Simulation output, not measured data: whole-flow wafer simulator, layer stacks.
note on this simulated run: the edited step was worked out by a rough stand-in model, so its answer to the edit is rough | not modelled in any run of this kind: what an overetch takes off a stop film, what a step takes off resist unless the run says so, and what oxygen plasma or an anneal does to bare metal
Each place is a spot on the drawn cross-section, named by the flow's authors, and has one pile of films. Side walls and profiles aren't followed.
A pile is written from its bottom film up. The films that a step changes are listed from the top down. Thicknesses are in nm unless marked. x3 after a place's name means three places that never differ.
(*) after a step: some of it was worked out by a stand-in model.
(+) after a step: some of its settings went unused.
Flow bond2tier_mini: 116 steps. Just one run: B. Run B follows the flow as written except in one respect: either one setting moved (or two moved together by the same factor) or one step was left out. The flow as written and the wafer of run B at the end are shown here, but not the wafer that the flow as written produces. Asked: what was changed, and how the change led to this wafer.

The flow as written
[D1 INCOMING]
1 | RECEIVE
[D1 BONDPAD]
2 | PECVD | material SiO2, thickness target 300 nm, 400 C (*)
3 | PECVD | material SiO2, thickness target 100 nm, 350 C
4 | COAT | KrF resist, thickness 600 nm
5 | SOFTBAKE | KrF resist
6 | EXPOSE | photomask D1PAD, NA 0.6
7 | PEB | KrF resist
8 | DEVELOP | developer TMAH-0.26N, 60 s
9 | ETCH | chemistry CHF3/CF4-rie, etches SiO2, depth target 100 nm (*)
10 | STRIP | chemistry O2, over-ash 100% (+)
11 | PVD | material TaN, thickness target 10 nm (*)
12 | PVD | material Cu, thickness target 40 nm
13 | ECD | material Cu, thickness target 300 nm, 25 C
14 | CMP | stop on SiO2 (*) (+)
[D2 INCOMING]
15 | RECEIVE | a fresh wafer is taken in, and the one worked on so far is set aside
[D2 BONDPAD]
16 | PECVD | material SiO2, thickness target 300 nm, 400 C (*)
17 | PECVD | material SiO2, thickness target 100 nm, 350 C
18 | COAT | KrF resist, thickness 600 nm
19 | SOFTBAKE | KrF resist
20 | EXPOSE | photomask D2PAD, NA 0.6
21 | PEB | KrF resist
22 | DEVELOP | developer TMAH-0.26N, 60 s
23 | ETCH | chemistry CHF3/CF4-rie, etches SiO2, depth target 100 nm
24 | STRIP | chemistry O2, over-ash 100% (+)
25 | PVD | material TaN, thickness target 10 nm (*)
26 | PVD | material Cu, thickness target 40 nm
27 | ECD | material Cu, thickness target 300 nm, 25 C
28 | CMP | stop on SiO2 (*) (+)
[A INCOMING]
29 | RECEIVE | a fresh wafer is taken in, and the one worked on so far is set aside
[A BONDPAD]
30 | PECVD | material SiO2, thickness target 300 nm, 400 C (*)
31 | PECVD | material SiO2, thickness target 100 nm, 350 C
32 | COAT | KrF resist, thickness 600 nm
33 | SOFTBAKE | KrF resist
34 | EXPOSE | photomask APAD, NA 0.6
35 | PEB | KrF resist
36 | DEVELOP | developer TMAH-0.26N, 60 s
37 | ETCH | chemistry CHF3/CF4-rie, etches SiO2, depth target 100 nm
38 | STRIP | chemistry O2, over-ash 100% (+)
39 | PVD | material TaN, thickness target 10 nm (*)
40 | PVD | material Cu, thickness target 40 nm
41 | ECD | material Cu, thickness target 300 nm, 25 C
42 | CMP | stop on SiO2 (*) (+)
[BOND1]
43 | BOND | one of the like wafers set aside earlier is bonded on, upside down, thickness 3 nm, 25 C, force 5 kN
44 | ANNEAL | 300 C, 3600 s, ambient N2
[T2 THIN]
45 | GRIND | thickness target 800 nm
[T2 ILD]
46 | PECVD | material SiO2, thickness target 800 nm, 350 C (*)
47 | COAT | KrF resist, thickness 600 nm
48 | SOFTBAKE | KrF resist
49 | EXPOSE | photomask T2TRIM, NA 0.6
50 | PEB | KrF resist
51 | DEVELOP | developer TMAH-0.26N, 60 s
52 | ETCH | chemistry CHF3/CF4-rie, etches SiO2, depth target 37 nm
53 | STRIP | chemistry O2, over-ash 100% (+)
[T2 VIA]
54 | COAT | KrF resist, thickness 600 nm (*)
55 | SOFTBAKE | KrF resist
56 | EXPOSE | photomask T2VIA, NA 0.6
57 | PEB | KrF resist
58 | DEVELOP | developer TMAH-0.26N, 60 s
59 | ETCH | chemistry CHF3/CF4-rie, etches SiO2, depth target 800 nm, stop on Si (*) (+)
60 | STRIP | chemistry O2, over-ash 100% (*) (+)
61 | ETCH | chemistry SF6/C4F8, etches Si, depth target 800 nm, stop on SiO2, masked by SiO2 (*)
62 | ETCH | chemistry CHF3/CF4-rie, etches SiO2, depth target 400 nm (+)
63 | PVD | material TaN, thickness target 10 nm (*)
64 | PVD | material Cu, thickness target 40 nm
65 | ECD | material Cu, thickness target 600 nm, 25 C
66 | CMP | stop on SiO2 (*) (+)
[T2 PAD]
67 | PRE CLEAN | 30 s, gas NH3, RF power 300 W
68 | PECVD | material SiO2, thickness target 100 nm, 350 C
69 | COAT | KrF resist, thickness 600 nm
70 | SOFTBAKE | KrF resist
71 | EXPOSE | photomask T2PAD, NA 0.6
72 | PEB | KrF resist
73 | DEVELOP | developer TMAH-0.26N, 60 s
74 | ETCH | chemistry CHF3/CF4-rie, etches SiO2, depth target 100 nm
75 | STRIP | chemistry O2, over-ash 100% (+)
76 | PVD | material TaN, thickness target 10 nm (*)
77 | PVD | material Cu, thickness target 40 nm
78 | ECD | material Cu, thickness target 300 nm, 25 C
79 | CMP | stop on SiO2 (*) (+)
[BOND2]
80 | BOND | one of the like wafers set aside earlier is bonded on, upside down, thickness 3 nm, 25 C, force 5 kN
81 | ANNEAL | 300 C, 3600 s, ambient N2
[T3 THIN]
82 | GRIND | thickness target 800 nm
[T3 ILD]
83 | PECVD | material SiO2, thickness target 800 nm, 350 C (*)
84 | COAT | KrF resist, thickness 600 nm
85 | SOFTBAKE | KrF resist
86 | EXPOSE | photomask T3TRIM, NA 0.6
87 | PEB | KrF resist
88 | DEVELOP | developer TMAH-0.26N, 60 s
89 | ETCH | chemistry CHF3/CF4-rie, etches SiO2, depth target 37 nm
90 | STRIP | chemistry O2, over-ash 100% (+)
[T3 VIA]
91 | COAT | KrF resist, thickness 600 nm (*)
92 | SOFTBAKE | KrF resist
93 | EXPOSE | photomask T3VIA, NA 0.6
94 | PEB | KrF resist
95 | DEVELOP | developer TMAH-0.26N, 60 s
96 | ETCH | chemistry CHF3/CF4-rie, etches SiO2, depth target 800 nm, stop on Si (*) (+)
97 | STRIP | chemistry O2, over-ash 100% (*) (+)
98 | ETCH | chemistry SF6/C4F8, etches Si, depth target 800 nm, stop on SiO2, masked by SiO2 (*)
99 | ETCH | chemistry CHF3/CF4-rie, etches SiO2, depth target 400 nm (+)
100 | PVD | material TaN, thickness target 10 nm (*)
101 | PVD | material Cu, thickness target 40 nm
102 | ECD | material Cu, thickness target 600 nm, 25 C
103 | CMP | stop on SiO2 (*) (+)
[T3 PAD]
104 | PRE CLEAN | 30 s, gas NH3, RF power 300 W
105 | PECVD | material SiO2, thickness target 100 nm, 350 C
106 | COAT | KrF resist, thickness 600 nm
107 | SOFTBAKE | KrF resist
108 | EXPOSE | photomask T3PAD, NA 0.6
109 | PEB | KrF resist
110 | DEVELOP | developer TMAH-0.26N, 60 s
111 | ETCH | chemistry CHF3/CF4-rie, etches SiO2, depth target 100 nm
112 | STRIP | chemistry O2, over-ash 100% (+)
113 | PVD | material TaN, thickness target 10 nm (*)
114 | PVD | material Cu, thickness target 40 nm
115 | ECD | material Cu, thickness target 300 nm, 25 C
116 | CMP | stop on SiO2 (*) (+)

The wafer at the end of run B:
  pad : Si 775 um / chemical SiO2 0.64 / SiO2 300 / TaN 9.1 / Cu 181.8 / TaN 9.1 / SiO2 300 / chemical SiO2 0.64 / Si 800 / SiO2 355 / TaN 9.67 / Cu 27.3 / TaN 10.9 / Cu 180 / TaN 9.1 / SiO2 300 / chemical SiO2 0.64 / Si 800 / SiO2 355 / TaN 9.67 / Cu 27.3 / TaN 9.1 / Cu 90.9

What caused this: step 76, PVD: thickness target 12 nm was run, while the flow as written has thickness target 10 nm.

Step by step, how the change led to this:
  76 | PVD | material TaN, thickness target 10 nm (*)
      field: +12 TaN (new film) (as written it would have been: +10 TaN (new film))
      pad: +10.9 TaN (new film) (as written it would have been: +9.1 TaN (new film))
  79 | CMP | stop on SiO2 (*) (+)
      field: -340 Cu (all of it), -12 TaN (all of it) (as written it would have been: -340 Cu (all of it), -10 TaN (all of it))
